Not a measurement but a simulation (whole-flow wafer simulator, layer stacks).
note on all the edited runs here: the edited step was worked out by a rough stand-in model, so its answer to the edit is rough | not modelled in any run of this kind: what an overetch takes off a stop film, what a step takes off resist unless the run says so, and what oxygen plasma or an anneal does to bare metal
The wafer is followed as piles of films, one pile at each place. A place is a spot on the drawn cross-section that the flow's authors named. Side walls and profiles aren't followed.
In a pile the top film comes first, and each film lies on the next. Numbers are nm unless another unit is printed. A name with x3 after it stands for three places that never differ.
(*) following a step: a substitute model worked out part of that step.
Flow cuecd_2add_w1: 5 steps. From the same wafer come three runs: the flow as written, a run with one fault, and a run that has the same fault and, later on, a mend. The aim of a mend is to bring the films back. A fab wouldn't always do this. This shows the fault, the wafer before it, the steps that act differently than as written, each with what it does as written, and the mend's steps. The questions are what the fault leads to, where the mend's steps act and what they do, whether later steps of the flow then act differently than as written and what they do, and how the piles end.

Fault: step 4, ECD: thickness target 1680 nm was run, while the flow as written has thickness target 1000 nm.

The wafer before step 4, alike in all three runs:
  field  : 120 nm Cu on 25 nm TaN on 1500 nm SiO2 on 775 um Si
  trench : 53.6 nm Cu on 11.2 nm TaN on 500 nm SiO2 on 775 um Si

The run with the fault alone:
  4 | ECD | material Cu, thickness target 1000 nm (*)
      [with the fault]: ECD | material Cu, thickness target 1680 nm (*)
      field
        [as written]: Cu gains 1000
        [with the fault]: Cu gains 1680
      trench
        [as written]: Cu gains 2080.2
        [with the fault]: Cu gains 2760.2
  None of the later steps of the flow acts differently than as written at any place that is followed.
  By the end, the piles at field, trench depart from the flow's by more than 2% or 0.5 nm, whichever is larger.
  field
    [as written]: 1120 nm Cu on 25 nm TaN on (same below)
    [with the fault]: 1800 nm Cu on 25 nm TaN on (same below)
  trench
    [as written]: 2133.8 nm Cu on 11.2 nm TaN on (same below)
    [with the fault]: 2813.8 nm Cu on 11.2 nm TaN on (same below)

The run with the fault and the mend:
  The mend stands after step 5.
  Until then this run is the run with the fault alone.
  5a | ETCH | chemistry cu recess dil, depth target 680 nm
      field, trench
        Cu loses 680
  None of the later steps of the flow acts differently than as written at any place that is followed.
  By the end, the piles equal the flow's at every place that both follow.
